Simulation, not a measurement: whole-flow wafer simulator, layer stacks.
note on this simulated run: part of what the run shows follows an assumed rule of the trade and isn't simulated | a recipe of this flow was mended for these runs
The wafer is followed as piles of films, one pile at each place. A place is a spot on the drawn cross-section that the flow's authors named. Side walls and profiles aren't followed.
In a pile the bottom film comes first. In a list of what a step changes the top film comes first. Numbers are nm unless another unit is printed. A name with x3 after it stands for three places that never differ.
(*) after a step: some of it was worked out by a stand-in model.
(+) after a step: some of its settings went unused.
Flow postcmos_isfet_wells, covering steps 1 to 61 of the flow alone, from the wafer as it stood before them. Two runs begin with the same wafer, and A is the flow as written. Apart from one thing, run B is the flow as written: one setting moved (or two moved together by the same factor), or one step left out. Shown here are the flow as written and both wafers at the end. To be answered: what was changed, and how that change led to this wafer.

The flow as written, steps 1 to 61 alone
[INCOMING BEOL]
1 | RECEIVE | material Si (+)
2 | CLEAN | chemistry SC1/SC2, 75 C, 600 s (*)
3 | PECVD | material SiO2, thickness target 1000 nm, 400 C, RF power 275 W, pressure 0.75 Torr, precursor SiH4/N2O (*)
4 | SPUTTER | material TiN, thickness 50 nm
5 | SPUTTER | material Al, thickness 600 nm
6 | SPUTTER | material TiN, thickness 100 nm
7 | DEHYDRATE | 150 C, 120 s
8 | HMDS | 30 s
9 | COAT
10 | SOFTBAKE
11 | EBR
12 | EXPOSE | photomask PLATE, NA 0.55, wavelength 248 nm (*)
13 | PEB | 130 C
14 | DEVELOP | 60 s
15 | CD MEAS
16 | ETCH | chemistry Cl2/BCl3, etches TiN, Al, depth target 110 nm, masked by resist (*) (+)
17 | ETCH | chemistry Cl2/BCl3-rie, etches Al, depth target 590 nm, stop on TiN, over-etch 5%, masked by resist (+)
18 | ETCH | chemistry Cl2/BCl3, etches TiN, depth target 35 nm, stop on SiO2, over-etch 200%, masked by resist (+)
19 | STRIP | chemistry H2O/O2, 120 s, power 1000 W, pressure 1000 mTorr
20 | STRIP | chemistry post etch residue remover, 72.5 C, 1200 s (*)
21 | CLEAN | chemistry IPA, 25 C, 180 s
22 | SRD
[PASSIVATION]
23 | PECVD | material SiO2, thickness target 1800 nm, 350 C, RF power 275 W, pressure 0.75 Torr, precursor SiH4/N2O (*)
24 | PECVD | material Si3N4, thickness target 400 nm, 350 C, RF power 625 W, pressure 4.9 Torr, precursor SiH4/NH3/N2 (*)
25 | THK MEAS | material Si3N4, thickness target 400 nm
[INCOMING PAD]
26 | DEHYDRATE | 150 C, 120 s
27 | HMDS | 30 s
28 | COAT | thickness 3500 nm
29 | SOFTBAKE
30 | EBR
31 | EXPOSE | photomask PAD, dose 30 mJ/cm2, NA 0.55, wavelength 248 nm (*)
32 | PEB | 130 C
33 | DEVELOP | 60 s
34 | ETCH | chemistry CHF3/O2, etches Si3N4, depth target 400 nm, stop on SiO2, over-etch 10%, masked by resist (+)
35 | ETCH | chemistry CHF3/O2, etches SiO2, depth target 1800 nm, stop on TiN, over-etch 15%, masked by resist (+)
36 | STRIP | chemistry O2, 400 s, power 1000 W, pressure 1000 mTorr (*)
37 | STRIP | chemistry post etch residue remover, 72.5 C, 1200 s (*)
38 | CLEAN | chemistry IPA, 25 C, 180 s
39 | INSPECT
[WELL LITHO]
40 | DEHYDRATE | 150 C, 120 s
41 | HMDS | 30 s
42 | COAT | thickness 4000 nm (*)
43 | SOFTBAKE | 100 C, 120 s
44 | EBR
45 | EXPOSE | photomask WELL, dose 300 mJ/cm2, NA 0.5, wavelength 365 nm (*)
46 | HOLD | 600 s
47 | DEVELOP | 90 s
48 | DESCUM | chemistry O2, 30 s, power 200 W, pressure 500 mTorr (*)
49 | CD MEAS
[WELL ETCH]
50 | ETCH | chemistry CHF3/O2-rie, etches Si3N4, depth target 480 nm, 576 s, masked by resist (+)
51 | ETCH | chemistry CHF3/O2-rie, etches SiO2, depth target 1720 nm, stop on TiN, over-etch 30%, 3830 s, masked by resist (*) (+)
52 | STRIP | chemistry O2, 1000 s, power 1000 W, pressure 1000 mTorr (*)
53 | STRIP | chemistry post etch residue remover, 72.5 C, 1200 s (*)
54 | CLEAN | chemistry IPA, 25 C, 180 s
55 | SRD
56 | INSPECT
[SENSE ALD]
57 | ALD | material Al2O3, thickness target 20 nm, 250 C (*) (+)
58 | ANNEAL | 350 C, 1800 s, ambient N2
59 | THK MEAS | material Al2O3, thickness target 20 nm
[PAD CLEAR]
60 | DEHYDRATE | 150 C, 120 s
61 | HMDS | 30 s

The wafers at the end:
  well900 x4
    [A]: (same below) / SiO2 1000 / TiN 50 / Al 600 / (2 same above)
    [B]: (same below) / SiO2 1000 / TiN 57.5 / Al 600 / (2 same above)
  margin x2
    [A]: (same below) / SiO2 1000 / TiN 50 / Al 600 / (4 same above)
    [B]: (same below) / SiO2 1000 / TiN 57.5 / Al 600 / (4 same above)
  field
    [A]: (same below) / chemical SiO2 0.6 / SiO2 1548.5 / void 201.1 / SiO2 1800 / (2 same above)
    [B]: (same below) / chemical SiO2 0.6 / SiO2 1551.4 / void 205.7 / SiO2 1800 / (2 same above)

The reason: step 4, SPUTTER: thickness 57.5 nm was run, though the flow has thickness 50 nm.
One can read it off the wafer: well900 x4 has TiN 57.5, and step 4 as written asks for 50 nm.

Step by step, how the change led to this:
  4 | SPUTTER | material TiN, thickness 50 nm
      field, margin x2, well900 x4, pad_clr, pad_open: A TiN gains 50 (new film) | B TiN gains 57.5 (new film)
  18 | ETCH | chemistry Cl2/BCl3, etches TiN, depth target 35 nm, stop on SiO2, over-etch 200%, masked by resist (+)
      margin x2, well900 x4, pad_clr, pad_open: A thick-KrF-resist loses 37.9 | B thick-KrF-resist loses 42
      field: A TiN loses 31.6 (all of it), SiO2 loses 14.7 | B TiN loses 39.1 (all of it), SiO2 loses 13.2
  23 | PECVD | material SiO2, thickness target 1800 nm, 350 C, RF power 275 W, pressure 0.75 Torr, precursor SiH4/N2O (*)
      field: A SiO2 gains 1800 (new film), void gains 201.1 (new film), SiO2 gains 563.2 | B SiO2 gains 1800 (new film), void gains 205.7 (new film), SiO2 gains 564.6
